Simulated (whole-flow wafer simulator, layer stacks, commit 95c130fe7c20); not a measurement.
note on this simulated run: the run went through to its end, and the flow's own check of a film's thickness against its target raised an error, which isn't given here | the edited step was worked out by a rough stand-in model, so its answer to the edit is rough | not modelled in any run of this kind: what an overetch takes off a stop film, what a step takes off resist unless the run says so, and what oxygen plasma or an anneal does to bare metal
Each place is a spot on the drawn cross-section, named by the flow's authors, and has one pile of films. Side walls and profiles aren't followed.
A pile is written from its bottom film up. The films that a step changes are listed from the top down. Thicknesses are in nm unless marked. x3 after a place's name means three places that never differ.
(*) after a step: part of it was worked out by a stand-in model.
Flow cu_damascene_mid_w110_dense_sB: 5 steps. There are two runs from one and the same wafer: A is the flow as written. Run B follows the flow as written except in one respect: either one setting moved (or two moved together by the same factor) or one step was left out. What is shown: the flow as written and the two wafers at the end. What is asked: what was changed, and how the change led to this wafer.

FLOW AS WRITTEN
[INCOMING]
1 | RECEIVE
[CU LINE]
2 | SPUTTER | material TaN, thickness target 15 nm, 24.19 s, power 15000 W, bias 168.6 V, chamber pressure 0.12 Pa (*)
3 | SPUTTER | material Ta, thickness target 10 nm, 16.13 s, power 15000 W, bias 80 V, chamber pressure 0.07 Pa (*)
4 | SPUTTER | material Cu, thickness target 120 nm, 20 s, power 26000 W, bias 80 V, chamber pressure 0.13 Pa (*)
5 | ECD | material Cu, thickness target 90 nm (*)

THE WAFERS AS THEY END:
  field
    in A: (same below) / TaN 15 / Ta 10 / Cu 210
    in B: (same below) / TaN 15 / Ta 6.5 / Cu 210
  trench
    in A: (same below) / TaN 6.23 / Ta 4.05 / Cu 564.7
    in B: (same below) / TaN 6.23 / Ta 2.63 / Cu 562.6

The reason: step 3, SPUTTER: thickness target 6.5 nm was run, though the flow has thickness target 10 nm; step 3, SPUTTER: 10.48 s was run, where the flow has 16.13 s.
The wafer lets one read it off: field has Ta 6.5, and step 3 as written asks for 10 nm.

The path from the change to this, step by step:
  3 | SPUTTER | material Ta, thickness target 10 nm, 16.13 s, power 15000 W, bias 80 V, chamber pressure 0.07 Pa (*)
      field: A Ta gains 10 (new film) | B Ta gains 6.5 (new film)
      trench: A Ta gains 4.05 (new film) | B Ta gains 2.63 (new film)
